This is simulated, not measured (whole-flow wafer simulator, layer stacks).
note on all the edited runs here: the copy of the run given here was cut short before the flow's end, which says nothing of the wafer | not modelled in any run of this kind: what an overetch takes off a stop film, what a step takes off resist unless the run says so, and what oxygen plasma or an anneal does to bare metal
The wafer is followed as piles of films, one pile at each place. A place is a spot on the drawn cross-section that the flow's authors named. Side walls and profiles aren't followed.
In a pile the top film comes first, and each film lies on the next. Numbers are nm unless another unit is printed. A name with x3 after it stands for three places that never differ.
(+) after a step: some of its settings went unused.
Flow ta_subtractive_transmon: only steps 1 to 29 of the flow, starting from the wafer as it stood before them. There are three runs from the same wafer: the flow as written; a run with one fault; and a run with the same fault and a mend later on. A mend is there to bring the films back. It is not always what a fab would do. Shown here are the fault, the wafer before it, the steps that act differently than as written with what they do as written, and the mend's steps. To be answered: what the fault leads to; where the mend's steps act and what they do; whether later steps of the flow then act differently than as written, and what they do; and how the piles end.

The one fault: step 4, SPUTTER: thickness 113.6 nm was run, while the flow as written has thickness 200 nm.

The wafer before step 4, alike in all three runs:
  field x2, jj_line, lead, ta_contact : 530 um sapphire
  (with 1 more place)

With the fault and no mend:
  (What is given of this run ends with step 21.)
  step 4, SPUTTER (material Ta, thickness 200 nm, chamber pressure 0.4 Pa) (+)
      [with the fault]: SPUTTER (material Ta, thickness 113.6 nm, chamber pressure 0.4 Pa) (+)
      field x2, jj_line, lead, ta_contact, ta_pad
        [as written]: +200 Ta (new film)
        [with the fault]: +113.6 Ta (new film)
  Steps later in the flow that act otherwise than as written:
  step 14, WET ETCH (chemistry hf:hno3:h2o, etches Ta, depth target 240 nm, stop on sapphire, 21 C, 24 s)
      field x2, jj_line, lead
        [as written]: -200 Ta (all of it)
        [with the fault]: -113.6 Ta (all of it)
  The piles after step 21 differ from the flow's at ta_contact, ta_pad by more than 2% or 0.5 nm, whichever is larger.
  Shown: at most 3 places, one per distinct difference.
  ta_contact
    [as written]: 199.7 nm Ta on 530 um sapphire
    [with the fault]: 113.3 nm Ta on 530 um sapphire

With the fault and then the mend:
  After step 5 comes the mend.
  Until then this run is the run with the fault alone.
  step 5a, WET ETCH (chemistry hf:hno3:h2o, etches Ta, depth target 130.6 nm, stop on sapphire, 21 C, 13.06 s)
      field x2, jj_line, lead, ta_contact, ta_pad
        -113.6 Ta (all of it)
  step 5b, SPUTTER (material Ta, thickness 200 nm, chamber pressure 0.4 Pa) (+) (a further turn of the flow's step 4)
      field x2, jj_line, lead, ta_contact, ta_pad
        +200 Ta (new film)
  Every later step of the flow that is run acts as written at every place that is followed.
  By the end, the piles equal the flow's at every place that both follow.
